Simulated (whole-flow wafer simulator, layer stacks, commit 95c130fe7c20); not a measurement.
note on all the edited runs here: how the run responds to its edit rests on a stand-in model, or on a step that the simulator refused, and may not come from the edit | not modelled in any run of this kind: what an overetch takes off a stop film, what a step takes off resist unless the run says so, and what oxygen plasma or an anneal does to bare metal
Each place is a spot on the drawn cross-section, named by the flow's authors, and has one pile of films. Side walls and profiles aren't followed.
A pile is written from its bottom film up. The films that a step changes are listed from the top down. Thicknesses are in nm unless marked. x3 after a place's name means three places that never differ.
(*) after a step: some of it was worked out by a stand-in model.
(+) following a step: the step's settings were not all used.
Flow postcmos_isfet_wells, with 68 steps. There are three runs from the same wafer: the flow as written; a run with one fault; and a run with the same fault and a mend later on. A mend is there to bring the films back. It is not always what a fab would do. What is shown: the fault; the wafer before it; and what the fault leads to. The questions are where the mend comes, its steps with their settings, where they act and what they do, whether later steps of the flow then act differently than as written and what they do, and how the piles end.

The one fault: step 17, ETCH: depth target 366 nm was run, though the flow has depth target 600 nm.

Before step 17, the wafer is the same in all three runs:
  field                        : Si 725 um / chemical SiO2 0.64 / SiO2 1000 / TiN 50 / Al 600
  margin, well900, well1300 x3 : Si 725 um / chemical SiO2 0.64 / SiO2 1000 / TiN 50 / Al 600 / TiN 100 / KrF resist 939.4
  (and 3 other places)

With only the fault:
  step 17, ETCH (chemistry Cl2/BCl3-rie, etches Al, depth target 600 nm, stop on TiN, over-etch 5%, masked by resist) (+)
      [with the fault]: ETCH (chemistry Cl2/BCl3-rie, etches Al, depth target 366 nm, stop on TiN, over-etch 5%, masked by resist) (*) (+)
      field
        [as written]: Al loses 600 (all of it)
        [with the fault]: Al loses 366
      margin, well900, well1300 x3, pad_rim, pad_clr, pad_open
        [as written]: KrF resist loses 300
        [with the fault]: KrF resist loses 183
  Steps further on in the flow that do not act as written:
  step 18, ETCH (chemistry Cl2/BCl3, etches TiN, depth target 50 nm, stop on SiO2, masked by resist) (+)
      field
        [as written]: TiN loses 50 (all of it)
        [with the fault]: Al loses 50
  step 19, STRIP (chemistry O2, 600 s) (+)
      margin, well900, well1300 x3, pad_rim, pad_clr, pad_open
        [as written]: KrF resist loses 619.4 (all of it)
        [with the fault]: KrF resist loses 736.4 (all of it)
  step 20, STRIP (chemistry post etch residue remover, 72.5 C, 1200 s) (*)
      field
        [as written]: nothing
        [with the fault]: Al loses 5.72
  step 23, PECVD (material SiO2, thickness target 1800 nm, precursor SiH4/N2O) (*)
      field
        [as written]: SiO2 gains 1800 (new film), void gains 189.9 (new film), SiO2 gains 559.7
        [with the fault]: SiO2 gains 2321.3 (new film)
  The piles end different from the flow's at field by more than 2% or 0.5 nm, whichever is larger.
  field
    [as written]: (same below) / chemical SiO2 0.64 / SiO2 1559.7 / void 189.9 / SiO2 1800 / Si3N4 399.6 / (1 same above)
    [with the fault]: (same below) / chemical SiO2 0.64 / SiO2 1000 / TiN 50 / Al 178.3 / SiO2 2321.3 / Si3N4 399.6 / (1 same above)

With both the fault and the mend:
  The mend stands after step 17.
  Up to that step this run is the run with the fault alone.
  step 17a, ETCH (chemistry Cl2/BCl3-rie, etches Al, depth target 234 nm, stop on TiN, over-etch 5%, masked by resist) (a further turn of the flow's step 17, with different settings)
      margin, well900, well1300 x3, pad_rim, pad_clr, pad_open
        KrF resist loses 117
      field
        Al loses 234 (all of it)
  Every later step of the flow that is run acts as written at every place that is followed.
  The piles end the same as the flow's at every place that both follow.
